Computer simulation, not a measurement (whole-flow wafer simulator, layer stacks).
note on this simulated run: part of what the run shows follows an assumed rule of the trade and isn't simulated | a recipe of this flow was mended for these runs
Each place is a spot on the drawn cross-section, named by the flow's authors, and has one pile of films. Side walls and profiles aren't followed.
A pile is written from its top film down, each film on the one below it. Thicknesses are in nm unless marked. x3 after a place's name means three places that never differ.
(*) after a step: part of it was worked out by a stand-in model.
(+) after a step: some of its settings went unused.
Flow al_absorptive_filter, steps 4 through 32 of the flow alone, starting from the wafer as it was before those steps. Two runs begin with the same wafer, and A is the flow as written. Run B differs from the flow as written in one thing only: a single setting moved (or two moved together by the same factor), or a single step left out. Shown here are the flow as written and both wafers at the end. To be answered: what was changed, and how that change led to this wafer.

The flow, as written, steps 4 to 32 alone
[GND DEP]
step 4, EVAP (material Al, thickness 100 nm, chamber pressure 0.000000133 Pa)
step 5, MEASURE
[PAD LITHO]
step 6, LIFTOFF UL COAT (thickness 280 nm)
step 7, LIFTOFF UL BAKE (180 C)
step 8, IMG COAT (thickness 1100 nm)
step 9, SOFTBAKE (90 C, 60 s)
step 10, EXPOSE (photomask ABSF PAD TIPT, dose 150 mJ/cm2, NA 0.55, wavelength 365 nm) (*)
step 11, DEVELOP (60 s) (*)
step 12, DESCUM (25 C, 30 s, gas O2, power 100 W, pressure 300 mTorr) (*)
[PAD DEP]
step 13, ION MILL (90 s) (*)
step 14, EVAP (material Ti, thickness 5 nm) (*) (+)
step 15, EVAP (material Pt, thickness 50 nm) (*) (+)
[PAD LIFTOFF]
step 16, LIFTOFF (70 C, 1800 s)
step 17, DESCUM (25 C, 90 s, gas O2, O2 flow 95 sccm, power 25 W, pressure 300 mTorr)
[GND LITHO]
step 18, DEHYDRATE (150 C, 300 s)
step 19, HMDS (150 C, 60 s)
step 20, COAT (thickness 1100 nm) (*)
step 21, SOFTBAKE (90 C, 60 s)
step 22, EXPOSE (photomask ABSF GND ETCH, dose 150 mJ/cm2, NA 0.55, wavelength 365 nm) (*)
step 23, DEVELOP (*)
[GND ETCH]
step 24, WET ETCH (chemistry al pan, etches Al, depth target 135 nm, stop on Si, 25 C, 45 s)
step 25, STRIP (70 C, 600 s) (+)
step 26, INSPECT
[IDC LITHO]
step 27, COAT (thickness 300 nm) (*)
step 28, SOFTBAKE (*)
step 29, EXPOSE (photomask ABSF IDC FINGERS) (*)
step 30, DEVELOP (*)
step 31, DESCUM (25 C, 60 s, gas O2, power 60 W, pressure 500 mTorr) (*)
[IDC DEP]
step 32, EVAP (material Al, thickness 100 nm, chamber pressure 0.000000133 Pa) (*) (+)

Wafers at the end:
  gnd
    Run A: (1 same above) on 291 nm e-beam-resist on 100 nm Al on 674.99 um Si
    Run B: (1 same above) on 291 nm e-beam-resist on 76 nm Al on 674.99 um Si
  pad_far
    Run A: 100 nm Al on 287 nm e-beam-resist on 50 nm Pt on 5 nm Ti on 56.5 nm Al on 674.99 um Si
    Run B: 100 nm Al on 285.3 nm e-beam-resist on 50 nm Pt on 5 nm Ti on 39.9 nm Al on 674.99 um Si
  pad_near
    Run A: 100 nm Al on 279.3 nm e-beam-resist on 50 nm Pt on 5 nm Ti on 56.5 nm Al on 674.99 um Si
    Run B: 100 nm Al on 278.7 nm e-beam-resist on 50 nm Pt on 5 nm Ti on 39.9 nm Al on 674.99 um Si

Cause: step 4, EVAP: thickness 76 nm was run, whereas the flow has thickness 100 nm; step 13, ION MILL: 68 s was run, where the flow has 90 s.
The wafer lets one read it off: gnd has Al 76, and step 4 as written asks for 100 nm.

The path from the change to this, step by step:
  step 4, EVAP (material Al, thickness 100 nm, chamber pressure 0.000000133 Pa)
      gnd, pad_far, pad_near and 11 more: A Al gains 100 (new film) | B Al gains 76 (new film)
  step 13, ION MILL (90 s) (*)
      gnd, ledge, res, xa_field x4, xl_gap, xl_turn, idc_field x2, idc_line: A i-line-resist loses 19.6 | B i-line-resist loses 14.8
      pad_far, pad_near: A Al loses 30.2 | B Al loses 22.8
  step 24, WET ETCH (chemistry al pan, etches Al, depth target 135 nm, stop on Si, 25 C, 45 s)
      res, xl_gap, idc_field x2, idc_line: A Al loses 86.7 (all of it) | B Al loses 62.7 (all of it)
  step 27, COAT (thickness 300 nm) (*)
      ledge: A e-beam-resist gains 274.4 (new film) | B e-beam-resist gains 283.8 (new film)
      res: A e-beam-resist gains 349.6 (new film) | B e-beam-resist gains 339 (new film)
      (as well as at 1 more place)
